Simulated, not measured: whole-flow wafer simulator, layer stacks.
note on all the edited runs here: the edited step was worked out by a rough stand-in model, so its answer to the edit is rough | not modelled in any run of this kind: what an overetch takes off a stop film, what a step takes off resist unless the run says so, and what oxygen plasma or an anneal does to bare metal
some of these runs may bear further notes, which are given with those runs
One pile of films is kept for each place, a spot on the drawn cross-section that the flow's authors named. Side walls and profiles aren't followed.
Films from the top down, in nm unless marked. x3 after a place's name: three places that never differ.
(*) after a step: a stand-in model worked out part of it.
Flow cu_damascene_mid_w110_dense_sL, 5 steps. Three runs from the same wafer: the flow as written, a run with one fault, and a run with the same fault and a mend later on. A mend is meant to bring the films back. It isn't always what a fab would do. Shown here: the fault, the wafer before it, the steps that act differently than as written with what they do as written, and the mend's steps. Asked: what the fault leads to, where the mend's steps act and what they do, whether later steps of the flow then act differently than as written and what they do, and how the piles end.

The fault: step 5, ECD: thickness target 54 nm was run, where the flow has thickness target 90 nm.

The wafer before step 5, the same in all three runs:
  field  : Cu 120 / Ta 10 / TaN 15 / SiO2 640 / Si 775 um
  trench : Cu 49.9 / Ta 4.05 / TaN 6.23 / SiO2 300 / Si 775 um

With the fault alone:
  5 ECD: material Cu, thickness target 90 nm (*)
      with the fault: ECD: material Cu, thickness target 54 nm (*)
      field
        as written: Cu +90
        with the fault: Cu +54
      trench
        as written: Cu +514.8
        with the fault: Cu +478.8
  No later step of the flow acts differently than as written at any place that is followed.
  At the end the piles differ from the flow's by more than 2% or 0.5 nm, whichever is larger, at field, trench.
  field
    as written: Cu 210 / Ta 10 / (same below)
    with the fault: Cu 174 / Ta 10 / (same below)
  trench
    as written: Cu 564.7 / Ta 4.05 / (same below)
    with the fault: Cu 528.7 / Ta 4.05 / (same below)

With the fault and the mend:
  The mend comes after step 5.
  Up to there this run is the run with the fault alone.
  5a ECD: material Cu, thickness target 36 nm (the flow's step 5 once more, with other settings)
      field, trench
        Cu +36
  No later step of the flow acts differently than as written at any place that is followed.
  At the end the piles are the same as the flow's at every place that both follow.
